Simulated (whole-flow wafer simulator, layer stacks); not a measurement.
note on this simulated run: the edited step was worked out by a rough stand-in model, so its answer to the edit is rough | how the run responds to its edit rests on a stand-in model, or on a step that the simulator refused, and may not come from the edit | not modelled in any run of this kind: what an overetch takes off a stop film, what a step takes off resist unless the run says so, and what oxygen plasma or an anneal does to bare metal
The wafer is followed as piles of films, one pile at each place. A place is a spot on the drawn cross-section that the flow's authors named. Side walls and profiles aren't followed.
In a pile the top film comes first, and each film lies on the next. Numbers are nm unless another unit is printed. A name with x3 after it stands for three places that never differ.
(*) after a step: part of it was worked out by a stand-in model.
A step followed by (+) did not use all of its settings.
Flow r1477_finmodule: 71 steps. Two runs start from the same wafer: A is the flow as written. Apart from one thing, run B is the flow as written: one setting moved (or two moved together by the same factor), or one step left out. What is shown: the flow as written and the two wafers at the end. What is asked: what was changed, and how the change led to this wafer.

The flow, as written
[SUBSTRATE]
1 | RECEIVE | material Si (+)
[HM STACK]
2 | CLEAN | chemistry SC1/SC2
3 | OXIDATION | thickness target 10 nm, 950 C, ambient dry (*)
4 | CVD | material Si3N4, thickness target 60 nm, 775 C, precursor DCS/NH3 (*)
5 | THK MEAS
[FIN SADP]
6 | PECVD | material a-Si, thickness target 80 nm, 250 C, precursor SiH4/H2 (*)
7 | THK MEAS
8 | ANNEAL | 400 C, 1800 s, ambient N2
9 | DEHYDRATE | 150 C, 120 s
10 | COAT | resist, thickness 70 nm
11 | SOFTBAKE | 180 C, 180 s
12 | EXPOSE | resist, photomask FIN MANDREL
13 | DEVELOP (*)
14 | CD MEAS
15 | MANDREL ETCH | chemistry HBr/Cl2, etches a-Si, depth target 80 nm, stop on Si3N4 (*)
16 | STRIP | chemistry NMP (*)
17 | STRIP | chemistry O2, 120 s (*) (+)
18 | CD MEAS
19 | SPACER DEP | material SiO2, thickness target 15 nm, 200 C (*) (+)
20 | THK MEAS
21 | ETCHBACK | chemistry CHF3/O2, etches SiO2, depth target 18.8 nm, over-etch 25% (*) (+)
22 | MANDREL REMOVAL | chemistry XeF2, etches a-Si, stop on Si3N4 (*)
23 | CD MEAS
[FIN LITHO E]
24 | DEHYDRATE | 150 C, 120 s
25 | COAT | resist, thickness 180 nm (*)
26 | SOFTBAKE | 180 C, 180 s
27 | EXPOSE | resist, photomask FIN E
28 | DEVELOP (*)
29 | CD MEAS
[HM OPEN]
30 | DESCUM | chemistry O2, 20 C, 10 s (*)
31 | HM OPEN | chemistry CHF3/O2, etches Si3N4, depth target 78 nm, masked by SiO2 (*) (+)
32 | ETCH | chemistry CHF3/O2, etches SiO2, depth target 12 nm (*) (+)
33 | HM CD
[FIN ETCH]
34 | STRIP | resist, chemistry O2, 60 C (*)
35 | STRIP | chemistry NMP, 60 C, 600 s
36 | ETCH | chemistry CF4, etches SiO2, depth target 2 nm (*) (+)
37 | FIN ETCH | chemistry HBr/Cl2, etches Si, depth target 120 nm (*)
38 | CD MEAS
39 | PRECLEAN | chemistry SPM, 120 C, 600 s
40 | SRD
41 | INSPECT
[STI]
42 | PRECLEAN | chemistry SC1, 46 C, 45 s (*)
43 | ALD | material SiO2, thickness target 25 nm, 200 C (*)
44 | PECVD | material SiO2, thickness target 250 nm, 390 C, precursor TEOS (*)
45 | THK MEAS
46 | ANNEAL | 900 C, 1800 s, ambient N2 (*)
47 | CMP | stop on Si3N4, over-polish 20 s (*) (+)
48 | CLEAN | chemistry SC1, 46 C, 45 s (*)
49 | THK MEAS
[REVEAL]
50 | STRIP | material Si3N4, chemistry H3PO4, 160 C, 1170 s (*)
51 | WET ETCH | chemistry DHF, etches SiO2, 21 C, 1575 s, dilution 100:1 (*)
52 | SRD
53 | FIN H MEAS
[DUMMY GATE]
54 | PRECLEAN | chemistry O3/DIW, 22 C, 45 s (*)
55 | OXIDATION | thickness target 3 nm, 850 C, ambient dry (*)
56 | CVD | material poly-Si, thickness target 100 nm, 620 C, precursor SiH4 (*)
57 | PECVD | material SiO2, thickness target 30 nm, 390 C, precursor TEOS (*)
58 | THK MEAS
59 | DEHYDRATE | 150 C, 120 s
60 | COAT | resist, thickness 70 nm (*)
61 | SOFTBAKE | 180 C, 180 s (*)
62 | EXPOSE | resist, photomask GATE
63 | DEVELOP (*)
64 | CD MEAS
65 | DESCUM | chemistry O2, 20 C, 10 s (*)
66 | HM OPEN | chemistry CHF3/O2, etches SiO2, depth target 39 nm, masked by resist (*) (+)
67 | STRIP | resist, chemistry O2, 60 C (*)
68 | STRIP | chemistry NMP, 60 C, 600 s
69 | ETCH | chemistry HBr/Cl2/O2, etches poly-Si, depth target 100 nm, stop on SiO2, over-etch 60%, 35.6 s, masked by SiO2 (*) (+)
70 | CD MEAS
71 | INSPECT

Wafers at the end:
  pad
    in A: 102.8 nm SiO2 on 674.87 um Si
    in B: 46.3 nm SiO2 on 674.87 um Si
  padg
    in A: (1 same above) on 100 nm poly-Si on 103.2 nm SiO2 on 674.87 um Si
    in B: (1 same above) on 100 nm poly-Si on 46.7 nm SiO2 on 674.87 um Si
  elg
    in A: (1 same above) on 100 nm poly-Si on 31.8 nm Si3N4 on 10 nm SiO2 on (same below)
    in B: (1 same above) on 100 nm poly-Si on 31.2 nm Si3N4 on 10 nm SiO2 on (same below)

What caused this: step 46, ANNEAL: 765 C was run, though the flow has 900 C.

How this came from the change, step by step:
  46 | ANNEAL | 900 C, 1800 s, ambient N2 (*)
      pad, padg, elg and 33 more: A SiO2 loses 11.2 | B SiO2 loses 7.43
  47 | CMP | stop on Si3N4, over-polish 20 s (*) (+)
      pad, padg, e40sg and 11 more: A SiO2 loses 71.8 | B SiO2 loses 75.6
      eso: A SiO2 loses 72.4 | B SiO2 loses 76.2
  50 | STRIP | material Si3N4, chemistry H3PO4, 160 C, 1170 s (*)
      pad, padg, e40sg and 12 more: A SiO2 loses 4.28 | B SiO2 loses 7.58
      elg, esg, e40lg and 12 more: A SiO2 loses 4.28 | B SiO2 loses 6.45
  51 | WET ETCH | chemistry DHF, etches SiO2, 21 C, 1575 s, dilution 100:1 (*)
      pad, padg, e40sg and 12 more: A SiO2 loses 85.7 | B SiO2 loses 139.1
      elg, e40lg, e100lg, e200lg, elo, e40lo, e100lo, e200lo: A SiO2 loses 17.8 (all of it), Si3N4 loses 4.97 | B SiO2 loses 15.7 (all of it), Si3N4 loses 5.55
      (also at 7 further places)
  56 | CVD | material poly-Si, thickness target 100 nm, 620 C, precursor SiH4 (*)
      s40cg, s40co: A poly-Si gains 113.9 (new film) | B poly-Si gains 154.3 (new film)
      s45cg, s45co: A poly-Si gains 113.4 (new film) | B poly-Si gains 154.3 (new film)
      (also at 3 further places)
  60 | COAT | resist, thickness 70 nm (*)
      e40lg, e100lg, e200lg, elo, e40lo, e100lo, e200lo: A resist gains 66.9 (new film) | B resist gains 64.1 (new film)
      e40sg, eso, e40so: A resist gains 129.5 (new film) | B resist gains 182.7 (new film)
      (also at 20 further places)
  63 | DEVELOP (*)
      elo, e40lo, e100lo, e200lo: A resist loses 66.9 (all of it) | B resist loses 64.1 (all of it)
      eso, e40so: A resist loses 129.5 (all of it) | B resist loses 182.7 (all of it)
      (also at 10 further places)
  67 | STRIP | resist, chemistry O2, 60 C (*)
      e40lg, e100lg: A resist loses 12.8 (all of it) | B resist loses 9.96 (all of it)
      e40sg: A resist loses 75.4 (all of it) | B resist loses 128.6 (all of it)
      (also at 12 further places)
  69 | ETCH | chemistry HBr/Cl2/O2, etches poly-Si, depth target 100 nm, stop on SiO2, over-etch 60%, 35.6 s, masked by SiO2 (*) (+)
      s40co: A chemical SiO2 loses 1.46 (all of it), poly-Si loses 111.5 (all of it), SiO2 loses 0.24 | B chemical SiO2 loses 1.66 (all of it), poly-Si loses 151.8 (all of it)
      s45co: A chemical SiO2 loses 1.46 (all of it), poly-Si loses 110.9 (all of it), SiO2 loses 0.25 | B chemical SiO2 loses 1.66 (all of it), poly-Si loses 151.8 (all of it)
      (also at 1 further place)
